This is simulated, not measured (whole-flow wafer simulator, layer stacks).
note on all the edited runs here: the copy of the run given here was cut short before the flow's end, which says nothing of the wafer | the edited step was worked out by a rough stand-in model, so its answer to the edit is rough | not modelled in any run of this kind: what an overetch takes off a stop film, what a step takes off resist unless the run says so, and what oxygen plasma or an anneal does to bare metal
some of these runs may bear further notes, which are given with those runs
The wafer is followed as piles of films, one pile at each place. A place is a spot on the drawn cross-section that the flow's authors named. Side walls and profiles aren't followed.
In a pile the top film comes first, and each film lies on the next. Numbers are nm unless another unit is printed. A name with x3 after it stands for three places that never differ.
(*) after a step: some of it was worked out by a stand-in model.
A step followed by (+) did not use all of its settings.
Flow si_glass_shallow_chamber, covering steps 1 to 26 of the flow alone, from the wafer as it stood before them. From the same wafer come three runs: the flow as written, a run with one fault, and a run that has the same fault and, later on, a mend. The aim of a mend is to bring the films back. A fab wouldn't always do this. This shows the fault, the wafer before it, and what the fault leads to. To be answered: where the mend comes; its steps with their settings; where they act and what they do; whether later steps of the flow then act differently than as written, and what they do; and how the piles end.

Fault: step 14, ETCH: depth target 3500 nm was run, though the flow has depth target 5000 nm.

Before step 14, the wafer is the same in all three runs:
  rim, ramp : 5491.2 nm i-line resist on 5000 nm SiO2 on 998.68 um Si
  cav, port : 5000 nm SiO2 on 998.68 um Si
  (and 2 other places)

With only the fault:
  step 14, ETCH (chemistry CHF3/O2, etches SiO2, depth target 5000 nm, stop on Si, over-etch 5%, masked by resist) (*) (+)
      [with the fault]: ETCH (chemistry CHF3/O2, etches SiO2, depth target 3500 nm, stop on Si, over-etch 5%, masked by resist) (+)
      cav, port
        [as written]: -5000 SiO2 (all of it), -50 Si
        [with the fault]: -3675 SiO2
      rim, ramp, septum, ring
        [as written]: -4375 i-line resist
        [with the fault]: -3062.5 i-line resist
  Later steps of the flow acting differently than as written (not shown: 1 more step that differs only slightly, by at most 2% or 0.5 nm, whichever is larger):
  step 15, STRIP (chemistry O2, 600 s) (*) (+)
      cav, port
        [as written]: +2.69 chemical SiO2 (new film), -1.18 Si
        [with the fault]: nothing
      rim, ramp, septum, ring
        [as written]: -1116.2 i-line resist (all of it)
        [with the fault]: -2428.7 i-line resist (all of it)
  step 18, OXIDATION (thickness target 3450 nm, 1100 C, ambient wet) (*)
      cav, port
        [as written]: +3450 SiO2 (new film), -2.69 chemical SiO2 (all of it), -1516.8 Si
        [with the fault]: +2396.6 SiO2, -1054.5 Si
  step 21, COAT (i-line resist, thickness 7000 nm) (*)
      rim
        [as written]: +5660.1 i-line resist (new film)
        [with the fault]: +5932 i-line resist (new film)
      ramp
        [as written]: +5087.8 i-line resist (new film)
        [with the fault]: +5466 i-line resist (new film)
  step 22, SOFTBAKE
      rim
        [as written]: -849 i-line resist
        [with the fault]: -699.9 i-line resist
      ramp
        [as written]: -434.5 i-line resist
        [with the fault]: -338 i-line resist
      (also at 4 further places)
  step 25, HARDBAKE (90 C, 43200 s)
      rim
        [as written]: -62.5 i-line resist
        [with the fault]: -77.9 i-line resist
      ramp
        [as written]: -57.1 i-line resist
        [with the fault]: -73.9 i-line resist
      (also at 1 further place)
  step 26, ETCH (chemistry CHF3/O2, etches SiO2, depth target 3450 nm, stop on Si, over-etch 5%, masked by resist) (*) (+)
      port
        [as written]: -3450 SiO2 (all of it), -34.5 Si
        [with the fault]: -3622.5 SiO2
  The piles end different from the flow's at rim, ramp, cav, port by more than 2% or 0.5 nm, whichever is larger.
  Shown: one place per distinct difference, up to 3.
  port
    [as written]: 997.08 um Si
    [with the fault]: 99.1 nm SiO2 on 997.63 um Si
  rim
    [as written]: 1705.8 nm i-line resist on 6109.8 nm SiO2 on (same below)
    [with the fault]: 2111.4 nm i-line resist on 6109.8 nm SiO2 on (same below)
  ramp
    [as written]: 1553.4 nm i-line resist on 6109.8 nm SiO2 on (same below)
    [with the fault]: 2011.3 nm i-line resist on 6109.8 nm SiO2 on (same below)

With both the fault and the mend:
  The mend stands after step 14.
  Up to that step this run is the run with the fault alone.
  step 14a, ETCH (chemistry CHF3/O2, etches SiO2, depth target 1500 nm, stop on Si, over-etch 5%, masked by resist) (*) (the flow's step 14 again, with other settings)
      rim, ramp, septum, ring
        -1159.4 i-line resist
      cav, port
        -1325 SiO2 (all of it), -50 Si
  Later steps of the flow acting differently than as written:
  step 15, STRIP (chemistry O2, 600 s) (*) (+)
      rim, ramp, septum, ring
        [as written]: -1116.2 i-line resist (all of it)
        [with the mend]: -1269.3 i-line resist (all of it)
  At every place that both follow, the piles at the end match the flow's.
